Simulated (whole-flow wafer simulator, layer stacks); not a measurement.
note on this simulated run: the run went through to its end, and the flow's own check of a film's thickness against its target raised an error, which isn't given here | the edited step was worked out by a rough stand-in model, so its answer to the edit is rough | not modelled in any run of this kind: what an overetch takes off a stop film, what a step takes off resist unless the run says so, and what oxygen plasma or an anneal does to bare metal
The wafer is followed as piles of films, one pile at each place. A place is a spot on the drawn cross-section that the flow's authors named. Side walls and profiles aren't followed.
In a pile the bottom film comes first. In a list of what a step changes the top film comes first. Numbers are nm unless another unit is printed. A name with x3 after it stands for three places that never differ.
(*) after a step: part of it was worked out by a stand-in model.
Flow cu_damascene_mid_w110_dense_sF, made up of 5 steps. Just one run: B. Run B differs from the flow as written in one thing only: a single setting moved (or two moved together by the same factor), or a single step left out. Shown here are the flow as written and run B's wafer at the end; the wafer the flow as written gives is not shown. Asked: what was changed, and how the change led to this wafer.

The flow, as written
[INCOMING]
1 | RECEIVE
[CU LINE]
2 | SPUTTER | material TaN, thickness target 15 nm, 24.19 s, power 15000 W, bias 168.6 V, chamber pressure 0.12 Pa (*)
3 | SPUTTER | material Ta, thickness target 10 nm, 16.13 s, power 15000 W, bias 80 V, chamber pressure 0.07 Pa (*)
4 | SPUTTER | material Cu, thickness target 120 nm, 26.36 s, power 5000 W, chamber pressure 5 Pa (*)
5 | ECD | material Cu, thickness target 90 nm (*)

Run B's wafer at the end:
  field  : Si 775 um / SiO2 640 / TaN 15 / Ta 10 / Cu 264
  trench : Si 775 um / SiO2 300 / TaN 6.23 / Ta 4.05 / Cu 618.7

The reason: step 5, ECD: thickness target 144 nm was run, whereas the flow has thickness target 90 nm.

Step by step, how the change led to this:
  5 | ECD | material Cu, thickness target 90 nm (*)
      field: Cu gains 144 (in the flow as written it would be: Cu gains 90)
      trench: Cu gains 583 (in the flow as written it would be: Cu gains 529)
